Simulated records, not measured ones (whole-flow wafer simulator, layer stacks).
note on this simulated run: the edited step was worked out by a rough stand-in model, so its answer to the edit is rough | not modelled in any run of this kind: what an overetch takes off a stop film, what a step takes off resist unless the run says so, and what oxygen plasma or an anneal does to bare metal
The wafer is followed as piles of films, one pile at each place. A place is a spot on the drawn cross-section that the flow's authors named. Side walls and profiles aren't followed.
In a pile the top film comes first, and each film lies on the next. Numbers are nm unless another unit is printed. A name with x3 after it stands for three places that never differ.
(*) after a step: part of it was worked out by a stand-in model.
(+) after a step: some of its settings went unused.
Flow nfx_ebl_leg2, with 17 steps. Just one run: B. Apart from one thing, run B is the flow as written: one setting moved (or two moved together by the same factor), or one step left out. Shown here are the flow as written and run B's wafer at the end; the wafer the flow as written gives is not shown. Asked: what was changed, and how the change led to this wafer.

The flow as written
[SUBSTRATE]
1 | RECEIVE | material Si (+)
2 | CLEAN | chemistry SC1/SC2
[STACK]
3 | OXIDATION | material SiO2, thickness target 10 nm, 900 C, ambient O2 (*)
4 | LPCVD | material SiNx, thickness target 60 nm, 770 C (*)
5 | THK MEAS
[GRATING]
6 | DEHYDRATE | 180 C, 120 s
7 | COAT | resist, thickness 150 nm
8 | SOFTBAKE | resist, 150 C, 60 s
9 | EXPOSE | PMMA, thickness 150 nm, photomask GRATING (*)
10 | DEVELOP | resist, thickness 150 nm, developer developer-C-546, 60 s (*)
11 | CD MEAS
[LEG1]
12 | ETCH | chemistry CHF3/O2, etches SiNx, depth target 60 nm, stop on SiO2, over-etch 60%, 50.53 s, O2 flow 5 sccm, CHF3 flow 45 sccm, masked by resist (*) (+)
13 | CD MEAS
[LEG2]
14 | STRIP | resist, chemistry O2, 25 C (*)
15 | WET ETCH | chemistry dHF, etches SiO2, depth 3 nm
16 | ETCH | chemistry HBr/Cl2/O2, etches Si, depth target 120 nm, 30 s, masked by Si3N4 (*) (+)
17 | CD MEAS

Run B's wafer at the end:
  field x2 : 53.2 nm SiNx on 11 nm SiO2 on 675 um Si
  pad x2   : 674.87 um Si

The reason: step 3, OXIDATION: thickness target 11 nm was run, while the flow as written has thickness target 10 nm.
One can read it off the wafer: field x2 has SiO2 11, and step 3 as written asks for 10 nm.

How this came from the change, step by step:
  3 | OXIDATION | material SiO2, thickness target 10 nm, 900 C, ambient O2 (*)
      field x2, pad x2: +11 SiO2 (new film), -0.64 chemical SiO2 (all of it), -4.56 Si (it would be, as written: +10 SiO2 (new film), -0.64 chemical SiO2 (all of it), -4.12 Si)
  12 | ETCH | chemistry CHF3/O2, etches SiNx, depth target 60 nm, stop on SiO2, over-etch 60%, 50.53 s, O2 flow 5 sccm, CHF3 flow 45 sccm, masked by resist (*) (+)
      pad x2: -60 SiNx (all of it), -11 SiO2 (all of it) (it would be, as written: -60 SiNx (all of it), -10 SiO2 (all of it))
